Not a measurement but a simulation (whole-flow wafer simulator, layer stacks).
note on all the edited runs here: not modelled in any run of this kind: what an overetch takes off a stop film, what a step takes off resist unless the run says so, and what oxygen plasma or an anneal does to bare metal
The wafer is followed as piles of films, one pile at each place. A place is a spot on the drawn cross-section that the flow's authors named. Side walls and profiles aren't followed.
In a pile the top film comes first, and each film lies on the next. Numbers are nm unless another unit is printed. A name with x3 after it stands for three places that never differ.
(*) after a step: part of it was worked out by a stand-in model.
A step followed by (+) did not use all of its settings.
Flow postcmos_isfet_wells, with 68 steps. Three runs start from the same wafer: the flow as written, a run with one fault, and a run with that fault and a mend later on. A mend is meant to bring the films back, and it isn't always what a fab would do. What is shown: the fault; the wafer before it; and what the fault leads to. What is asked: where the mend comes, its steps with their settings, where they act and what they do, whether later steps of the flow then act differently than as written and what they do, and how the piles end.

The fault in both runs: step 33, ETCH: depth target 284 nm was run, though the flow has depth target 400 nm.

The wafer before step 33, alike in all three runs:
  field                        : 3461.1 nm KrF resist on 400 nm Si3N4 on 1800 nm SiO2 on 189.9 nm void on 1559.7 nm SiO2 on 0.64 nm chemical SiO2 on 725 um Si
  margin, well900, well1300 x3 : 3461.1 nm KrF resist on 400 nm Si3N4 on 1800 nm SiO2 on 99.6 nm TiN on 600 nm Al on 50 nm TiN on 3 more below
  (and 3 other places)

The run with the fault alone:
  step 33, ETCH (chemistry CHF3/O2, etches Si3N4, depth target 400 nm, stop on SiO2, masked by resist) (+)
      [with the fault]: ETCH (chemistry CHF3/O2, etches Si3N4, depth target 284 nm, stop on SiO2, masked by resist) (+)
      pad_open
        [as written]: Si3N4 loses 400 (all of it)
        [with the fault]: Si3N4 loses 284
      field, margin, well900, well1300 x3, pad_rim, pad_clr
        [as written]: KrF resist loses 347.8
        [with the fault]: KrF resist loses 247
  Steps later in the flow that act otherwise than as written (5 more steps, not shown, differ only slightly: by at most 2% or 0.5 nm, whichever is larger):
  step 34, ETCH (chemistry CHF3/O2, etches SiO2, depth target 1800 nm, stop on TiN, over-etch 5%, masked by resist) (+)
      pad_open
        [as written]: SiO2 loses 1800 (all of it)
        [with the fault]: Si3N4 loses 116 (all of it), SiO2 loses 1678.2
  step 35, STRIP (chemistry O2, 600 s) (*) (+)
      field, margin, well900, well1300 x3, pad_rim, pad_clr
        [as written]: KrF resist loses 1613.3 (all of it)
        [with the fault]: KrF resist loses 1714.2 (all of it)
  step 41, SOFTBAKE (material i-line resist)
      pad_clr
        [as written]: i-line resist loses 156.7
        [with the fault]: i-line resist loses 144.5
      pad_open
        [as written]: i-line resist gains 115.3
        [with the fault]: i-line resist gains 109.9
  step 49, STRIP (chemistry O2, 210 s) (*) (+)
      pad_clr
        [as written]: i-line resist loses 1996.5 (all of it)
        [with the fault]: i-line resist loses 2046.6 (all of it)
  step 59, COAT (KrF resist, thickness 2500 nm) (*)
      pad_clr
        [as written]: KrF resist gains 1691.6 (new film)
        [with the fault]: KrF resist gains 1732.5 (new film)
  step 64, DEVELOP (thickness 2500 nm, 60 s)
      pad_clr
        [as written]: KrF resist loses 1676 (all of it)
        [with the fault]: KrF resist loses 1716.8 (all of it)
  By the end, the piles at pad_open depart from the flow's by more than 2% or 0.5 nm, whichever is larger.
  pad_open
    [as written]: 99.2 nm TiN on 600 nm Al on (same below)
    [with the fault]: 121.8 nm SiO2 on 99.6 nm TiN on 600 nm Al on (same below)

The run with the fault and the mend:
  The mend stands after step 33.
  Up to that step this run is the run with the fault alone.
  step 33a, ETCH (chemistry CHF3/O2, etches Si3N4, depth target 116 nm, stop on SiO2, masked by resist) (a further turn of the flow's step 33, with different settings)
      field, margin, well900, well1300 x3, pad_rim, pad_clr
        KrF resist loses 100.9
      pad_open
        Si3N4 loses 116 (all of it)
  None of the later steps of the flow acts differently than as written at any place that is followed.
  The piles end the same as the flow's at every place that both follow.
